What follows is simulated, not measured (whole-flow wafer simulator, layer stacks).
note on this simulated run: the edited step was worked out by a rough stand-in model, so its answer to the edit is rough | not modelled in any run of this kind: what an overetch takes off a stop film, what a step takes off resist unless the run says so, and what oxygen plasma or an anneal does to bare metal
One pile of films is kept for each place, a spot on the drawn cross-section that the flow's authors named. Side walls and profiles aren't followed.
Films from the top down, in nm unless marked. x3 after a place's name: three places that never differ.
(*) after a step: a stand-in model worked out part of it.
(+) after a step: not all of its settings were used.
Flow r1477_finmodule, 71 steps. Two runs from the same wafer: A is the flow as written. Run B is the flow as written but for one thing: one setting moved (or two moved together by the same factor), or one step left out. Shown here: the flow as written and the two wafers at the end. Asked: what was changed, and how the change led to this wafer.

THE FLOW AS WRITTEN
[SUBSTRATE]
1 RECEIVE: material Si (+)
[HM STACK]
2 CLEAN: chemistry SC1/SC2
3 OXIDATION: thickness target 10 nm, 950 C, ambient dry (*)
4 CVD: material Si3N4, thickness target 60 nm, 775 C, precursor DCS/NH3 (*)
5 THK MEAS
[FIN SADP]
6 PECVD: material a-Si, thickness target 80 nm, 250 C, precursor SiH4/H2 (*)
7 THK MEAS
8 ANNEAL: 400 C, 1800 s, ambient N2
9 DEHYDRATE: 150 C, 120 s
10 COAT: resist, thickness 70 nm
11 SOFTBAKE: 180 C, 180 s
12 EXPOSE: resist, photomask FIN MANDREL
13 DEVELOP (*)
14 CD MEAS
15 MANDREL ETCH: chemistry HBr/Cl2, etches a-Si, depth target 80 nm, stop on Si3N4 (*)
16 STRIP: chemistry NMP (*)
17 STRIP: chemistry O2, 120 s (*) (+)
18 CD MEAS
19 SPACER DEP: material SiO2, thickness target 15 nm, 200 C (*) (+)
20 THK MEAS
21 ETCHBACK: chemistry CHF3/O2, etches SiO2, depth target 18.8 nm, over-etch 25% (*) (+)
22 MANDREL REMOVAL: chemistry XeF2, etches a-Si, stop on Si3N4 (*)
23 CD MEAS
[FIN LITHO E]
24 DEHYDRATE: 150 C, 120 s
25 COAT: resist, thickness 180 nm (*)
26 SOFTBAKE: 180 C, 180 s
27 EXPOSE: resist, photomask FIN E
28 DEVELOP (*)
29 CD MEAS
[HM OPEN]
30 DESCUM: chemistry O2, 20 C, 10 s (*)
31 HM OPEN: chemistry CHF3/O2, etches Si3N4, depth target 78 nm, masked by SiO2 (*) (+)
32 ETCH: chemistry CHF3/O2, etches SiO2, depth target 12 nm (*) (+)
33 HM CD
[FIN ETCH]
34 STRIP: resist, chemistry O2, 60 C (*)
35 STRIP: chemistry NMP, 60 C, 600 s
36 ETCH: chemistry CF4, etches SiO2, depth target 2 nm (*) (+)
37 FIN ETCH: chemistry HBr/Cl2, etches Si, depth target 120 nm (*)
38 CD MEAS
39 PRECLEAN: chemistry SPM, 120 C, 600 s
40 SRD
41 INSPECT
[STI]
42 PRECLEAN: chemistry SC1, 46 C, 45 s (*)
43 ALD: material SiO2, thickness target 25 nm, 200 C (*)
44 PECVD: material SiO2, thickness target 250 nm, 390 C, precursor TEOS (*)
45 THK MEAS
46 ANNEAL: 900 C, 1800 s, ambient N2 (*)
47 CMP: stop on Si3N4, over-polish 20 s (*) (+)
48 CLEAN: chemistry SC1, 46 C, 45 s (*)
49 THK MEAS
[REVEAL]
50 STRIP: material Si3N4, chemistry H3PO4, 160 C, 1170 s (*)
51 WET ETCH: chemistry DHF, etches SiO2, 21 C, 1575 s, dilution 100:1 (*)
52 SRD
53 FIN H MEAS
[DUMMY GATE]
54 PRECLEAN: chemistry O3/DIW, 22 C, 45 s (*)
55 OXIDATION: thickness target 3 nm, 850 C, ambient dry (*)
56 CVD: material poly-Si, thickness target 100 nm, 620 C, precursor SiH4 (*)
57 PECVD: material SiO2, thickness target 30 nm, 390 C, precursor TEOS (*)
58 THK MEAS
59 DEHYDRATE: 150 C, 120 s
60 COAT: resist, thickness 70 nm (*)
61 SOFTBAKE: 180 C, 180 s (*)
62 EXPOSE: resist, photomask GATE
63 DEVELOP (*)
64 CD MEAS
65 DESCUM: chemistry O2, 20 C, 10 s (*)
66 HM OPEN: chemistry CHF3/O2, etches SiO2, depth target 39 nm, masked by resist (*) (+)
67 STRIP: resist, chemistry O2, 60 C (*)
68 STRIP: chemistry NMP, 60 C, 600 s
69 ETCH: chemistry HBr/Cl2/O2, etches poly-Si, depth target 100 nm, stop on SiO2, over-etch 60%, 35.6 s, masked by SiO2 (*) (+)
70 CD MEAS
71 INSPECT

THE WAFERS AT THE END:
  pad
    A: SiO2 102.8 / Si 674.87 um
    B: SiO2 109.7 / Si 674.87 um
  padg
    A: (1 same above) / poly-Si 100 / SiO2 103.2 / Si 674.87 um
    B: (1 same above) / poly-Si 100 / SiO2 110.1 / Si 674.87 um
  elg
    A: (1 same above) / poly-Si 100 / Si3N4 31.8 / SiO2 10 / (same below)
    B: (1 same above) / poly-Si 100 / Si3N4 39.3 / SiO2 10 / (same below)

The cause: step 4, CVD: thickness target 67.5 nm was run, where the flow has thickness target 60 nm.

How the change led to this, step by step:
  4 CVD: material Si3N4, thickness target 60 nm, 775 C, precursor DCS/NH3 (*)
      pad, padg, elg and 33 more: A Si3N4 +60 (new film) | B Si3N4 +67.5 (new film)
  31 HM OPEN: chemistry CHF3/O2, etches Si3N4, depth target 78 nm, masked by SiO2 (*) (+)
      pad, padg, esg and 13 more: A Si3N4 -56.4 (all of it), SiO2 -10 (all of it) | B Si3N4 -63.9 (all of it), SiO2 -7.06
      s40cg, s45cg, s50cg, s40co, s45co, s50co: A Si3N4 -60 (all of it), SiO2 -9 | B Si3N4 -67.5 (all of it), SiO2 -5.25
  32 ETCH: chemistry CHF3/O2, etches SiO2, depth target 12 nm (*) (+)
      pad, padg, e40sg and 11 more: A Si -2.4 | B SiO2 -2.94 (all of it), Si -1.81
      esg, eso: A Si -1.77 | B SiO2 -2.94 (all of it), Si -1.81
      (and at 6 more places)
  43 ALD: material SiO2, thickness target 25 nm, 200 C (*)
      s40cg, s45cg, s50cg, s40co, s45co, s50co: A SiO2 +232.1 (new film) | B SiO2 +238.8 (new film)
      esg: A SiO2 +194.3 (new film) | B SiO2 +201.8 (new film)
  47 CMP: stop on Si3N4, over-polish 20 s (*) (+)
      pad, padg, e40sg and 11 more: A SiO2 -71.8 | B SiO2 -64.8
      eso: A SiO2 -72.4 | B SiO2 -64.8
  50 STRIP: material Si3N4, chemistry H3PO4, 160 C, 1170 s (*)
      s40sg_line, s45sg_line, s50sg_line, s40so_line, s45so_line, s50so_line: A Si3N4 -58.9 (all of it), SiO2 -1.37 | B Si3N4 -66.4 (all of it), SiO2 -1.13
  56 CVD: material poly-Si, thickness target 100 nm, 620 C, precursor SiH4 (*)
      s40cg, s40co: A poly-Si +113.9 (new film) | B poly-Si +106.4 (new film)
      s45cg, s45co: A poly-Si +113.4 (new film) | B poly-Si +105.9 (new film)
      (and at 2 more places)
  60 COAT: resist, thickness 70 nm (*)
      s40sg, s40so: A resist +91 (new film) | B resist +83.9 (new film)
      s45sg, s45so: A resist +91 (new film) | B resist +83.8 (new film)
      (and at 2 more places)
  63 DEVELOP (*)
      s40so: A resist -91 (all of it) | B resist -83.9 (all of it)
      s45so: A resist -91 (all of it) | B resist -83.8 (all of it)
      (and at 1 more place)
  67 STRIP: resist, chemistry O2, 60 C (*)
      s40sg: A resist -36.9 (all of it) | B resist -29.8 (all of it)
      s45sg: A resist -36.9 (all of it) | B resist -29.7 (all of it)
      (and at 1 more place)
  69 ETCH: chemistry HBr/Cl2/O2, etches poly-Si, depth target 100 nm, stop on SiO2, over-etch 60%, 35.6 s, masked by SiO2 (*) (+)
      s40co: A chemical SiO2 -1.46 (all of it), poly-Si -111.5 (all of it), SiO2 -0.24 | B chemical SiO2 -1.46 (all of it), poly-Si -104 (all of it), SiO2 -0.28
      s45co: A chemical SiO2 -1.46 (all of it), poly-Si -110.9 (all of it), SiO2 -0.25 | B chemical SiO2 -1.46 (all of it), poly-Si -103.4 (all of it), SiO2 -0.28
      (and at 1 more place)
